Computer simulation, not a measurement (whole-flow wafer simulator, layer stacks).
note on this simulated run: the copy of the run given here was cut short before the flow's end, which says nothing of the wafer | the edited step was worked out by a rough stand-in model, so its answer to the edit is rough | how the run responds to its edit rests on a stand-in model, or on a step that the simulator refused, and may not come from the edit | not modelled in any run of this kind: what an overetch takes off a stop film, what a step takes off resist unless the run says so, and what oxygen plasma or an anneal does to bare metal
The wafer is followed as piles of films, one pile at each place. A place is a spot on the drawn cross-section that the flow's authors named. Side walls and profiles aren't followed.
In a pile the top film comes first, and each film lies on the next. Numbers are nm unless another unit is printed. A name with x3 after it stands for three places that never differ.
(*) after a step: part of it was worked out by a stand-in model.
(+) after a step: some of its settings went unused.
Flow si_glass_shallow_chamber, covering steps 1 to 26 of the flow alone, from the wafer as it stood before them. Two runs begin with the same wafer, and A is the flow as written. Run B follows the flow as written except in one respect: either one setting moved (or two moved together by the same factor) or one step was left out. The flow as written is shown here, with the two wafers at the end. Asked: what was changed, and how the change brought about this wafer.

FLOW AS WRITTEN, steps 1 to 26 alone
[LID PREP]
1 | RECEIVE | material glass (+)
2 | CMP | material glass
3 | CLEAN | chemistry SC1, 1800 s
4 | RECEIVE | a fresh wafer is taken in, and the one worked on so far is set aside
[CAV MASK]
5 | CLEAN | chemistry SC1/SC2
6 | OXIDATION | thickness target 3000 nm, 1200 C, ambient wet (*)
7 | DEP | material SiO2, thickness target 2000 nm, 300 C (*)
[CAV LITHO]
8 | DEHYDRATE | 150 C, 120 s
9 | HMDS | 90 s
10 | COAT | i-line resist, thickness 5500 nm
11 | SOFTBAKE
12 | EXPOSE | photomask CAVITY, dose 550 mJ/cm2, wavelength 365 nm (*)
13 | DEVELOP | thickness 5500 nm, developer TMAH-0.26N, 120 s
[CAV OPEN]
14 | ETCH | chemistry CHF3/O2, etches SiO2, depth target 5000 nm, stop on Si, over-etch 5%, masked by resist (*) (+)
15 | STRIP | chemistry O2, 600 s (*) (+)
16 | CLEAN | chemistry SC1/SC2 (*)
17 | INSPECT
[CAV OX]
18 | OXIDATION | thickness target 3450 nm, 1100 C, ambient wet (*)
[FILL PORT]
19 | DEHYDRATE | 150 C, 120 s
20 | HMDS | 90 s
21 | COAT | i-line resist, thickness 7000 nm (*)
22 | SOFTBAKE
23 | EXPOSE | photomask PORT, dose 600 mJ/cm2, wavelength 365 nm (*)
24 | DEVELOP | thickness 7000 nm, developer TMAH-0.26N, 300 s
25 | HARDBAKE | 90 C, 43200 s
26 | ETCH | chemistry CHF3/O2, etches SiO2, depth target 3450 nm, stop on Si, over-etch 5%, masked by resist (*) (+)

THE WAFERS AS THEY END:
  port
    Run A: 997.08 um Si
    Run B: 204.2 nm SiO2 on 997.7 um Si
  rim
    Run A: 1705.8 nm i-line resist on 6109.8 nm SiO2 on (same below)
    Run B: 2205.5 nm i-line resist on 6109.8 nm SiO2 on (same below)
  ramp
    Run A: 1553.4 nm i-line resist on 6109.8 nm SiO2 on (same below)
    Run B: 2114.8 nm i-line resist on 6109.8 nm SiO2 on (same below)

What caused this: step 14, ETCH: depth target 3250 nm was run, while the flow as written has depth target 5000 nm.

The path from the change to this, step by step:
  14 | ETCH | chemistry CHF3/O2, etches SiO2, depth target 5000 nm, stop on Si, over-etch 5%, masked by resist (*) (+)
      cav, port: A SiO2 loses 5000 (all of it), Si loses 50 | B SiO2 loses 3412.5
      rim, ramp, septum, ring: A i-line resist loses 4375 | B i-line resist loses 2843.8
  15 | STRIP | chemistry O2, 600 s (*) (+)
      cav, port: A chemical SiO2 gains 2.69 (new film), Si loses 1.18 | B nothing
      rim, ramp, septum, ring: A i-line resist loses 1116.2 (all of it) | B i-line resist loses 2647.4 (all of it)
  18 | OXIDATION | thickness target 3450 nm, 1100 C, ambient wet (*)
      cav, port: A SiO2 gains 3450 (new film), chemical SiO2 loses 2.69 (all of it), Si loses 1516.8 | B SiO2 gains 2239.2, Si loses 985.2
  21 | COAT | i-line resist, thickness 7000 nm (*)
      rim: A i-line resist gains 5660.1 (new film) | B i-line resist gains 5993 (new film)
      ramp: A i-line resist gains 5087.8 (new film) | B i-line resist gains 5551.6 (new film)
      (and at 1 other place as well)
  22 | SOFTBAKE
      rim: A i-line resist loses 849 | B i-line resist loses 663.1
      ramp: A i-line resist loses 434.5 | B i-line resist loses 316
      (and at 4 other places as well)
  24 | DEVELOP | thickness 7000 nm, developer TMAH-0.26N, 300 s
      port: A i-line resist loses 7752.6 (all of it) | B i-line resist loses 7592.7 (all of it)
  25 | HARDBAKE | 90 C, 43200 s
      rim: A i-line resist loses 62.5 | B i-line resist loses 81.6
      ramp: A i-line resist loses 57.1 | B i-line resist loses 78
      (and at 1 other place as well)
  26 | ETCH | chemistry CHF3/O2, etches SiO2, depth target 3450 nm, stop on Si, over-etch 5%, masked by resist (*) (+)
      port: A SiO2 loses 3450 (all of it), Si loses 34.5 | B SiO2 loses 3622.5
